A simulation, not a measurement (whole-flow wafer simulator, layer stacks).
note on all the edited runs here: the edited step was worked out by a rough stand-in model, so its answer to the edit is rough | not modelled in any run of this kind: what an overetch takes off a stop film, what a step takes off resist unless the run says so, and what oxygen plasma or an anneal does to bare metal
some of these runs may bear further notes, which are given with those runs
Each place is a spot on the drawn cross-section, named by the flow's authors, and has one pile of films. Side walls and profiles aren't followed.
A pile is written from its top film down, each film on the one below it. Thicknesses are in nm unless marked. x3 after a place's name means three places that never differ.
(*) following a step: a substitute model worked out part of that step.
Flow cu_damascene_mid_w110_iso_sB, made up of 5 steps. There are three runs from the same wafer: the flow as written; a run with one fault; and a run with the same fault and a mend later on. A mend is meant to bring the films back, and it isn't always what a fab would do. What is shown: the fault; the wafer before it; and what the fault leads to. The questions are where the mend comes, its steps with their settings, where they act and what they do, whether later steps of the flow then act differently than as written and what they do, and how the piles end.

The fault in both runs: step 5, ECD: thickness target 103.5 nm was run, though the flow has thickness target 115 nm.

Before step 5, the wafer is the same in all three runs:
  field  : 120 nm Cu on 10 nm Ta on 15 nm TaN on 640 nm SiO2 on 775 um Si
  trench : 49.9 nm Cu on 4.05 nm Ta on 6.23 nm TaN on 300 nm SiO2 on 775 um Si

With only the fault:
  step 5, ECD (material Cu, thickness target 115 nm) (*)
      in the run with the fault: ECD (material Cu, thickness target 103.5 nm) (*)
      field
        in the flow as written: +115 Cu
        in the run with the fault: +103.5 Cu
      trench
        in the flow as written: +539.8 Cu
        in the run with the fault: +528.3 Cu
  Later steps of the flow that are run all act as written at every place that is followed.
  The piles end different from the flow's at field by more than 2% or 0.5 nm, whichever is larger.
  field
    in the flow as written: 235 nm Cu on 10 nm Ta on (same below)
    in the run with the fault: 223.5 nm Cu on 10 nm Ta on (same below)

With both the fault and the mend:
  The mend follows step 5.
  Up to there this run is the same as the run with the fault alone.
  step 5a, ECD (material Cu, thickness target 11.5 nm) (the flow's step 5, run once more with other settings)
      field, trench
        +11.5 Cu
  Later steps of the flow that are run all act as written at every place that is followed.
  The piles end the same as the flow's at every place that both follow.
